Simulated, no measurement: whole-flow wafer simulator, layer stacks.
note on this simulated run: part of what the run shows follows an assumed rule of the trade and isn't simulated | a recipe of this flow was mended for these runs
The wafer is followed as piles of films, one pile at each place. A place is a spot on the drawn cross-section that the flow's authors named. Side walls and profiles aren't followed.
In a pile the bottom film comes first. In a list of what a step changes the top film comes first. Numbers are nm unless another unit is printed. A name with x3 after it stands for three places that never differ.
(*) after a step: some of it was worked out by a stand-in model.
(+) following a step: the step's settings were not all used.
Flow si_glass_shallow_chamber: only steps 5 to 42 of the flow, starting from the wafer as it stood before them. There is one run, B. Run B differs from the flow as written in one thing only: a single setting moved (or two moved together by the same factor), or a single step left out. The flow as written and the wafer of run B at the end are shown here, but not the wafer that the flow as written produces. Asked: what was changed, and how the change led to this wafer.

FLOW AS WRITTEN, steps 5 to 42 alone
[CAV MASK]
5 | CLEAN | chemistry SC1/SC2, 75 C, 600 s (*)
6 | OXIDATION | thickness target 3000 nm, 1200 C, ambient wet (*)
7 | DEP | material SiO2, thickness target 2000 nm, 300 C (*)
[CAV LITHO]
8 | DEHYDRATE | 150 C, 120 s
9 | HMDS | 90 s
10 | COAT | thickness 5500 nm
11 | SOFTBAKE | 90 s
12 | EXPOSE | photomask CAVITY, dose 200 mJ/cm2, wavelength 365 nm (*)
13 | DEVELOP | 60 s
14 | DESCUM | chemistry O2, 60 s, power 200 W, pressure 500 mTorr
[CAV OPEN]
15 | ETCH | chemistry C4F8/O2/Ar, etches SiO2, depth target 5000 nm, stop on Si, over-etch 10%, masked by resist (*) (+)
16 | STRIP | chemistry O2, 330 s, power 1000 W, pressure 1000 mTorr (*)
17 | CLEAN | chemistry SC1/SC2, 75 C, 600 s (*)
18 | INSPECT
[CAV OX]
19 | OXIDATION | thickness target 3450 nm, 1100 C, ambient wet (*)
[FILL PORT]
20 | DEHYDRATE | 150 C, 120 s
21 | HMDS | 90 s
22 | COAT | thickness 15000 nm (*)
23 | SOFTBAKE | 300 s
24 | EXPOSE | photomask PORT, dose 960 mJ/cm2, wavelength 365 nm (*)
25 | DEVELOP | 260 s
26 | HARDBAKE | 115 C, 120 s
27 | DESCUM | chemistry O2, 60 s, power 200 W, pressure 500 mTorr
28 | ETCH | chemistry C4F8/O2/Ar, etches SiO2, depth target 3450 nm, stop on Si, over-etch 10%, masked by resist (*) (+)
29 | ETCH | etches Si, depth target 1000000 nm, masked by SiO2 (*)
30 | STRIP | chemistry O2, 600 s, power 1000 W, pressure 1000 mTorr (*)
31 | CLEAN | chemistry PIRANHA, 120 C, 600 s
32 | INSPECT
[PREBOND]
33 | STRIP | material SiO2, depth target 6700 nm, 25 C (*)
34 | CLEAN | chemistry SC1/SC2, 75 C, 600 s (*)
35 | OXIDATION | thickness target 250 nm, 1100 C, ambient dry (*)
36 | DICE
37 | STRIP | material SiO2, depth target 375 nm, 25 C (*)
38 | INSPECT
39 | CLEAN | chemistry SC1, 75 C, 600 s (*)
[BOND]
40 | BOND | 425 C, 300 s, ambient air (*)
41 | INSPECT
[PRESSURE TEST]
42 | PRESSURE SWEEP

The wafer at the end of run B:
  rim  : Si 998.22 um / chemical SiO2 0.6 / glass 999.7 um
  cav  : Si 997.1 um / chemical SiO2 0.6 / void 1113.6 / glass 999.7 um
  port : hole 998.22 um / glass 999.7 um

Cause: step 6, OXIDATION: thickness target 2568 nm was run, while the flow as written has thickness target 3000 nm.

The path from the change to this, step by step:
  6 | OXIDATION | thickness target 3000 nm, 1200 C, ambient wet (*)
      rim, ramp, cav, port, septum, ring: +2568 SiO2 (new film), -0.6 chemical SiO2 (all of it), -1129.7 Si (in the flow as written it would be: +3000 SiO2 (new film), -0.6 chemical SiO2 (all of it), -1319.7 Si)
  15 | ETCH | chemistry C4F8/O2/Ar, etches SiO2, depth target 5000 nm, stop on Si, over-etch 10%, masked by resist (*) (+)
      rim, ramp, septum, ring: -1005 thick-i-line-resist (in the flow as written it would be: -1100 thick-i-line-resist)
      cav, port: -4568 SiO2 (all of it), -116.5 Si (in the flow as written it would be: -5000 SiO2 (all of it), -62.5 Si)
  16 | STRIP | chemistry O2, 330 s, power 1000 W, pressure 1000 mTorr (*)
      rim, ramp, septum, ring: -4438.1 thick-i-line-resist (all of it) (in the flow as written it would be: -4343.1 thick-i-line-resist (all of it))
  19 | OXIDATION | thickness target 3450 nm, 1100 C, ambient wet (*)
      rim, ramp, septum, ring: +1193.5 SiO2, -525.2 Si (in the flow as written it would be: +1110.9 SiO2, -488.8 Si)
  22 | COAT | thickness 15000 nm (*)
      rim: +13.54 um thick-i-line-resist (new film) (in the flow as written it would be: +13.4 um thick-i-line-resist (new film))
      ramp: +13.07 um thick-i-line-resist (new film) (in the flow as written it would be: +12.89 um thick-i-line-resist (new film))
      (also at 4 further places)
  23 | SOFTBAKE | 300 s
      rim: -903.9 thick-i-line-resist (in the flow as written it would be: -997 thick-i-line-resist)
      ramp: -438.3 thick-i-line-resist (in the flow as written it would be: -487.1 thick-i-line-resist)
      (also at 4 further places)
  25 | DEVELOP | 260 s
      port: -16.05 um thick-i-line-resist (all of it) (in the flow as written it would be: -16.16 um thick-i-line-resist (all of it))
  26 | HARDBAKE | 115 C, 120 s
      rim, ramp: -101 thick-i-line-resist (in the flow as written it would be: -98.2 thick-i-line-resist)
  29 | ETCH | etches Si, depth target 1000000 nm, masked by SiO2 (*)
      rim, ramp: -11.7 um thick-i-line-resist (all of it), -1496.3 SiO2 (in the flow as written it would be: -11.47 um thick-i-line-resist (all of it), -1617.3 SiO2)
      port: +997.18 um hole (new film), -997.18 um Si (all of it) (in the flow as written it would be: +997.05 um hole (new film), -997.05 um Si (all of it))
      (also at 2 further places)
  30 | STRIP | chemistry O2, 600 s, power 1000 W, pressure 1000 mTorr (*)
      cav: -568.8 thick-i-line-resist (all of it) (in the flow as written it would be: -669.6 thick-i-line-resist (all of it))
  33 | STRIP | material SiO2, depth target 6700 nm, 25 C (*)
      rim, ramp: -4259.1 SiO2 (all of it) (in the flow as written it would be: -4487.5 SiO2 (all of it))
      septum: -5393.3 SiO2 (all of it) (in the flow as written it would be: -5732.1 SiO2 (all of it))
      (also at 1 further place)
